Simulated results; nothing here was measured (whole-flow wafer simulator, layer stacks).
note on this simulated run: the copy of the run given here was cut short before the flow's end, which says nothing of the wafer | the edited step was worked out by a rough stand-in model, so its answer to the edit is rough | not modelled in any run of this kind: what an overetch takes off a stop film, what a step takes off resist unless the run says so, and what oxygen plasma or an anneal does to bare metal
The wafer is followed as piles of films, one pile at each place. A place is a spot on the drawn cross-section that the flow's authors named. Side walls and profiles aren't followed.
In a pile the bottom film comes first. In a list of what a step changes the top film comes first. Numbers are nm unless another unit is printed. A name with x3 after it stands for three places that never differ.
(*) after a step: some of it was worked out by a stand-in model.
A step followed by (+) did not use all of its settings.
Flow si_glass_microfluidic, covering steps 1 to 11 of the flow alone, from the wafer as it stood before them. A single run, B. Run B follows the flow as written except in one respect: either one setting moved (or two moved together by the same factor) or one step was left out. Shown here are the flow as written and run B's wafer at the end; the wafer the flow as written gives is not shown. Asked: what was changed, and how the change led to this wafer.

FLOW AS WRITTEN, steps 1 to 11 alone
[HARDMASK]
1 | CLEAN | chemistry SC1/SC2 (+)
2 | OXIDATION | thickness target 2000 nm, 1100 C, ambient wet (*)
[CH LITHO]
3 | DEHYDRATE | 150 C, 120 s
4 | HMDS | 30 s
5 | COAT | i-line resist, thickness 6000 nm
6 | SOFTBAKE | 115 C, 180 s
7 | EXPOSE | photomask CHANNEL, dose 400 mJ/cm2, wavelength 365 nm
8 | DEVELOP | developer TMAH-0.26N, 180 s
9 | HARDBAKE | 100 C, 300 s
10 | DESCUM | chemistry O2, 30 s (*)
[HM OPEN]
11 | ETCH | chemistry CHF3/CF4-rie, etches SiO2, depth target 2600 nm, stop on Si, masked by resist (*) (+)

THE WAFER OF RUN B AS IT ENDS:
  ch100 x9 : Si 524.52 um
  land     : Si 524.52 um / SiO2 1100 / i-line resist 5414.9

Cause: step 2, OXIDATION: thickness target 1100 nm was run, though the flow has thickness target 2000 nm.
The wafer itself shows it: land has SiO2 1100, and step 2 as written asks for 2000 nm.

Step by step, how the change led to this:
  2 | OXIDATION | thickness target 2000 nm, 1100 C, ambient wet (*)
      land, ch100 x9: +1100 SiO2 (new film), -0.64 chemical SiO2 (all of it), -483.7 Si (in the flow as written it would be: +2000 SiO2 (new film), -0.64 chemical SiO2 (all of it), -879.7 Si)
  11 | ETCH | chemistry CHF3/CF4-rie, etches SiO2, depth target 2600 nm, stop on Si, masked by resist (*) (+)
      ch100 x9: -1100 SiO2 (all of it) (in the flow as written it would be: -2000 SiO2 (all of it))
      land: -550 i-line resist (in the flow as written it would be: -866.7 i-line resist)
